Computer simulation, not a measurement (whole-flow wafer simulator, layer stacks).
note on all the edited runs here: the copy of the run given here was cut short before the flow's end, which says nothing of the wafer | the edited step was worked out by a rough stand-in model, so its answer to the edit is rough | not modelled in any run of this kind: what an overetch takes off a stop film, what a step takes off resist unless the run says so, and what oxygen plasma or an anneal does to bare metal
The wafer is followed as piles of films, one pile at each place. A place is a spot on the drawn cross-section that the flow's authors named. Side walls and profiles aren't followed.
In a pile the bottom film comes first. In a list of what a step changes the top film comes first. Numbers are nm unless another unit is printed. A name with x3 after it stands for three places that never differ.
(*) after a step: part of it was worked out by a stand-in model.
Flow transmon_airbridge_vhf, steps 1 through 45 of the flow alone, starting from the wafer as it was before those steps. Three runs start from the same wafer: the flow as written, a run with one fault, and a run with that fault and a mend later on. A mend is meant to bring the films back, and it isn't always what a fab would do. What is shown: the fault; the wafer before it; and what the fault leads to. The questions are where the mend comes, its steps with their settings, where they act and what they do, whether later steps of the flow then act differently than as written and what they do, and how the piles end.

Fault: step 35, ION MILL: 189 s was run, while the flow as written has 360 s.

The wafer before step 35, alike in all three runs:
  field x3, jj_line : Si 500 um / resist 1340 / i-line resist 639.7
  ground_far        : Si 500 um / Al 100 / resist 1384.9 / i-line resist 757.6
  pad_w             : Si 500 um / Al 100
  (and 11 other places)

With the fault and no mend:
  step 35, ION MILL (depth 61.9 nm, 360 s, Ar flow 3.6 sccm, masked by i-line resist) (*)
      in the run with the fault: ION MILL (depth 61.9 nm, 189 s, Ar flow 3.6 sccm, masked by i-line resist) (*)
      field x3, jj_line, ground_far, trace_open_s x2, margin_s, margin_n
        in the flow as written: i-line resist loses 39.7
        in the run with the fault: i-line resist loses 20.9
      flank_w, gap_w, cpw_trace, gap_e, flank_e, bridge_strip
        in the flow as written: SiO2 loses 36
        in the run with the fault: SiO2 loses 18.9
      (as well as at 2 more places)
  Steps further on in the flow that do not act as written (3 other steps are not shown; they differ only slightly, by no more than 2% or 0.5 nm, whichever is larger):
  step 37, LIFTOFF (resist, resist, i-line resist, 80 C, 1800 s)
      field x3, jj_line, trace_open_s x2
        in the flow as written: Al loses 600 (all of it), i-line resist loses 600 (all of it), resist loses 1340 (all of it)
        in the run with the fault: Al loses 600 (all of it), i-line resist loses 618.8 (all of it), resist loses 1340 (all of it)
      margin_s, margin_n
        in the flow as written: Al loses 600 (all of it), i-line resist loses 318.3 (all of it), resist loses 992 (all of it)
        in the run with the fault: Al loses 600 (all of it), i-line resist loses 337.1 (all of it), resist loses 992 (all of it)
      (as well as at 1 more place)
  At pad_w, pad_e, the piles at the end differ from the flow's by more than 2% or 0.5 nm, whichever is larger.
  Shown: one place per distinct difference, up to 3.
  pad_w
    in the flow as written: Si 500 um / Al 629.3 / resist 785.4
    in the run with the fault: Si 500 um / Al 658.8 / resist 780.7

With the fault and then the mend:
  The mend stands after step 35.
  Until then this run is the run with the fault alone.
  step 35a, ION MILL (depth 61.9 nm, 171 s, Ar flow 3.6 sccm, masked by i-line resist) (*) (the flow's step 35 again, with other settings)
      field x3, jj_line, ground_far, trace_open_s x2, margin_s, margin_n
        i-line resist loses 18.9
      flank_w, gap_w, cpw_trace, gap_e, flank_e, bridge_strip
        SiO2 loses 17.1
      pad_w, pad_e
        Al loses 29.4
  Every later step of the flow that is run acts as written at every place that is followed.
  The piles end the same as the flow's at every place that both follow.
